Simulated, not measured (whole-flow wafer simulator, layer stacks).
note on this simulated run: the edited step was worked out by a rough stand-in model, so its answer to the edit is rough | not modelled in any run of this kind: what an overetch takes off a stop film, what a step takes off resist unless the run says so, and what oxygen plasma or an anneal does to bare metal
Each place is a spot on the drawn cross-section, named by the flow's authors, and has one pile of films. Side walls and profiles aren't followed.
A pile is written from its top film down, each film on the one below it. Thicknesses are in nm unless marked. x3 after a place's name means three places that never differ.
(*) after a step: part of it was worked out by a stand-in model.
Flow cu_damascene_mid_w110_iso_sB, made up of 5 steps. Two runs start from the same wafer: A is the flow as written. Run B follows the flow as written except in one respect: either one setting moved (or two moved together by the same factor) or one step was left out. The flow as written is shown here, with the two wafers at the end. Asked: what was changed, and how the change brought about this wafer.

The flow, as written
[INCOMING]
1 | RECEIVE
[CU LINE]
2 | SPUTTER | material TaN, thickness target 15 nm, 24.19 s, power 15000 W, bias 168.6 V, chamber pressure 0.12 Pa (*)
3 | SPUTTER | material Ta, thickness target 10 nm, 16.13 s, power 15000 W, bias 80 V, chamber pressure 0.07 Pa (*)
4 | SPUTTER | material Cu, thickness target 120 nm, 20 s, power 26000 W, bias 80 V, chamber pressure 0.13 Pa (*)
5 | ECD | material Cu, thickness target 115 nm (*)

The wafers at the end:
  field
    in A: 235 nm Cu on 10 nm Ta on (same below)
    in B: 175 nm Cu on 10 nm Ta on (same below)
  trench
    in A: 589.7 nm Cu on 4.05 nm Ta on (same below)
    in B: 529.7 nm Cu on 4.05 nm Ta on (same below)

Cause: step 4, SPUTTER: 10 s was run, whereas the flow has 20 s.

The path from the change to this, step by step:
  4 | SPUTTER | material Cu, thickness target 120 nm, 20 s, power 26000 W, bias 80 V, chamber pressure 0.13 Pa (*)
      field: A Cu gains 120 (new film) | B Cu gains 60 (new film)
      trench: A Cu gains 49.9 (new film) | B Cu gains 25 (new film)
  5 | ECD | material Cu, thickness target 115 nm (*)
      trench: A Cu gains 539.8 | B Cu gains 504.8
